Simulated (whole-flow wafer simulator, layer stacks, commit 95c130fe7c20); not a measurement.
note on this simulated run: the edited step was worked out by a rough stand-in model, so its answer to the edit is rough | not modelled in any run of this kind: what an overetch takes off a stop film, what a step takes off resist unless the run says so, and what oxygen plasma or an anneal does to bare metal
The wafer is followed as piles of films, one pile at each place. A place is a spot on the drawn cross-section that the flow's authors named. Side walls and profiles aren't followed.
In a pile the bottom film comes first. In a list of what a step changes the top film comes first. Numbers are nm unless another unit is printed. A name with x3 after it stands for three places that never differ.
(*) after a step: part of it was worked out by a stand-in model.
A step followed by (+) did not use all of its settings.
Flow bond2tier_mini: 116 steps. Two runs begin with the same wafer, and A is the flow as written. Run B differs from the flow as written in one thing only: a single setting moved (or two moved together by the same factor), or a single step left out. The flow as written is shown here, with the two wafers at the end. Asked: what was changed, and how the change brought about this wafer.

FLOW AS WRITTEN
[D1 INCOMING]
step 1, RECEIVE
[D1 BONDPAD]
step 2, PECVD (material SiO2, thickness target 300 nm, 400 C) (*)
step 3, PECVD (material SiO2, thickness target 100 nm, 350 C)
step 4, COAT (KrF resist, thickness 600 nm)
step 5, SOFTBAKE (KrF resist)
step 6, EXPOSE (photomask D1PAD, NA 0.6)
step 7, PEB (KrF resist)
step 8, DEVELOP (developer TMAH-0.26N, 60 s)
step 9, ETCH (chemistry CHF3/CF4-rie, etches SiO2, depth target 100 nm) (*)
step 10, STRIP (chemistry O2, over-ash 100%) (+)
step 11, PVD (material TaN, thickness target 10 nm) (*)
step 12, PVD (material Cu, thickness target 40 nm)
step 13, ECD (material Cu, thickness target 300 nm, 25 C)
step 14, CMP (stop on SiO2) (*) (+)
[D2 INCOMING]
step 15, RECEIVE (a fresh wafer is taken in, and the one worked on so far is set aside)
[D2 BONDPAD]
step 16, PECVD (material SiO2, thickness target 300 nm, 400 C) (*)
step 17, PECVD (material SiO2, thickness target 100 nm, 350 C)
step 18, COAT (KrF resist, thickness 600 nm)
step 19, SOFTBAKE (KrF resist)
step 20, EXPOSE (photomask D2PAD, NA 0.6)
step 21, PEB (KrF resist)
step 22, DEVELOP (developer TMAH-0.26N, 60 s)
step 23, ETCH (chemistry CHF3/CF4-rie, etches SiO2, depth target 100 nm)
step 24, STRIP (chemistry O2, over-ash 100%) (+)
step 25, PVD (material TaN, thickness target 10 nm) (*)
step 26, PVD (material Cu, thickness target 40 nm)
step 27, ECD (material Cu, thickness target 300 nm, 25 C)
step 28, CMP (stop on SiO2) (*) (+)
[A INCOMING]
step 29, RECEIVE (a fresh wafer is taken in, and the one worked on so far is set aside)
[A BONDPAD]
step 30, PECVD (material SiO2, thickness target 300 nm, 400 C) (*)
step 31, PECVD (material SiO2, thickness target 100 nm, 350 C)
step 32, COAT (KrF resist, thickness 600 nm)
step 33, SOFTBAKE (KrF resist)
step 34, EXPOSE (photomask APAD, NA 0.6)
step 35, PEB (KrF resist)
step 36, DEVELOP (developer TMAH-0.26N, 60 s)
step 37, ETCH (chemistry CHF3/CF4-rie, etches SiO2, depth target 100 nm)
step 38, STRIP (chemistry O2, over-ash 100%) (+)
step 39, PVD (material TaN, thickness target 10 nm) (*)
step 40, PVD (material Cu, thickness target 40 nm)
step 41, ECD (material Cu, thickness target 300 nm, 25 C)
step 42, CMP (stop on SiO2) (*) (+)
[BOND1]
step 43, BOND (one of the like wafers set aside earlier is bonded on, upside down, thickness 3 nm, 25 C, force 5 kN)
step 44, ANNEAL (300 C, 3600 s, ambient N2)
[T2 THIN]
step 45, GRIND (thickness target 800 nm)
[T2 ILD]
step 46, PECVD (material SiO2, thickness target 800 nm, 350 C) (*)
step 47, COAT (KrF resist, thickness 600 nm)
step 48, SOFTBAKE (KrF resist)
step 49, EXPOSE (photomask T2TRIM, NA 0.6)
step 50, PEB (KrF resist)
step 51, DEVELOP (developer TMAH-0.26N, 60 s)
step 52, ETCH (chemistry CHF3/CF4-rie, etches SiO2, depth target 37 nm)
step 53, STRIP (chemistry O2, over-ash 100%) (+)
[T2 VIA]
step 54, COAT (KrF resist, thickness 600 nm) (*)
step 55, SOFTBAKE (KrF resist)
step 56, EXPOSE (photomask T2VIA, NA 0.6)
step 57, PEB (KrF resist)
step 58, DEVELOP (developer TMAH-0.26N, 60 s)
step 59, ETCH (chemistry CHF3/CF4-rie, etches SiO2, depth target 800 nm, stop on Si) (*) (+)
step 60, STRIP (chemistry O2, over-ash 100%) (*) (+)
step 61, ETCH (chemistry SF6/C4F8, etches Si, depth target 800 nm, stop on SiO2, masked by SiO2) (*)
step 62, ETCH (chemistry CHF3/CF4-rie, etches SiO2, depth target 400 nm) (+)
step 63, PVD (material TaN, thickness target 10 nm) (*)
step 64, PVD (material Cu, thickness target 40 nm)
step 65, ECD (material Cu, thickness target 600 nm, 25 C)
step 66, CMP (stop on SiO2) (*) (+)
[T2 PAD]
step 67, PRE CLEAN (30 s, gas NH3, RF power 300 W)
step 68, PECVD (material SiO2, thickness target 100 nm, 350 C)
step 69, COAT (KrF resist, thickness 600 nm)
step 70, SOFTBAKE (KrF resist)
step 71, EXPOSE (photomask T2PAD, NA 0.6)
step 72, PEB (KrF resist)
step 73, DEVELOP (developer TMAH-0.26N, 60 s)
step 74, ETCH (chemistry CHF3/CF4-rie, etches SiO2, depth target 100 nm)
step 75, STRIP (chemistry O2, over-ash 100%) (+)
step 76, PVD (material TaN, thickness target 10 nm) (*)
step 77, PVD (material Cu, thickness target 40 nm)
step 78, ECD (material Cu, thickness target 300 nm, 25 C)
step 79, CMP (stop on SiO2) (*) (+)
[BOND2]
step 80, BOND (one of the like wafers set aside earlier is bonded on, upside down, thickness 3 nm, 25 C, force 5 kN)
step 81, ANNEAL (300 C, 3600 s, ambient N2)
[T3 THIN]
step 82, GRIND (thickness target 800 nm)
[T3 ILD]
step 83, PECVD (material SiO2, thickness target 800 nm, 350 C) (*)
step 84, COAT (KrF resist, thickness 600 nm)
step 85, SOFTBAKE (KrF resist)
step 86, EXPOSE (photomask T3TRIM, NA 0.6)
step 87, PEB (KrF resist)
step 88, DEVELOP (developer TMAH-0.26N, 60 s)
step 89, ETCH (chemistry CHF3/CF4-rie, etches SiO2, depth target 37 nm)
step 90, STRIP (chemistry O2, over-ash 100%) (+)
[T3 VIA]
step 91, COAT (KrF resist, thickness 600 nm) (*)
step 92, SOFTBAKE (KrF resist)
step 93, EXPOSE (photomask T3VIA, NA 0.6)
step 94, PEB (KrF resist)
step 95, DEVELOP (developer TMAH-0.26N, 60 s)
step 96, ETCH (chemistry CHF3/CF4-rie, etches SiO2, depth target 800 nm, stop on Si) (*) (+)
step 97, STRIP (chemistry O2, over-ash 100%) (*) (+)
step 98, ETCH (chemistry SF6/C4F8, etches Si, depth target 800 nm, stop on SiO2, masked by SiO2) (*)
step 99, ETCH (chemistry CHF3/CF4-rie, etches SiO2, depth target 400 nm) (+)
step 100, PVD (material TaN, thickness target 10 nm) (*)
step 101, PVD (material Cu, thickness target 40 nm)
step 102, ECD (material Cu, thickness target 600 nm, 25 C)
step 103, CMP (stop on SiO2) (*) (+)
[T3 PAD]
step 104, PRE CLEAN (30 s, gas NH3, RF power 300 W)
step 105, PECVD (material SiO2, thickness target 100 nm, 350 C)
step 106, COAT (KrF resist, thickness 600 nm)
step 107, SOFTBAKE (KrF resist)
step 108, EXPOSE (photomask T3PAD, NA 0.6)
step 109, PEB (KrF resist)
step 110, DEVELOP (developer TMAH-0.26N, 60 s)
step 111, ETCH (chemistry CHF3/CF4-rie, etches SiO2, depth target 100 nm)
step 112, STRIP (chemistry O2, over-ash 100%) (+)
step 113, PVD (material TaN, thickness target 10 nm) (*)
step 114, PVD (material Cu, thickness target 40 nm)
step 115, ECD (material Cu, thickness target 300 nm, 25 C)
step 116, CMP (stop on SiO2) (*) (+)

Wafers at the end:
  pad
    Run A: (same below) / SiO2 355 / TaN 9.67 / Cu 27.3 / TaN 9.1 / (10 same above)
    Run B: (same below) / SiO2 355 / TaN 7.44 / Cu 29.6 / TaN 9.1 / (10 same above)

Cause: step 63, PVD: thickness target 7.7 nm was run, while the flow as written has thickness target 10 nm.

Step by step, how the change led to this:
  step 63, PVD (material TaN, thickness target 10 nm) (*)
      field: A +10 TaN (new film) | B +7.7 TaN (new film)
      pad: A +9.67 TaN (new film) | B +7.44 TaN (new film)
  step 66, CMP (stop on SiO2) (*) (+)
      field: A -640 Cu (all of it), -10 TaN (all of it) | B -640 Cu (all of it), -7.7 TaN (all of it)
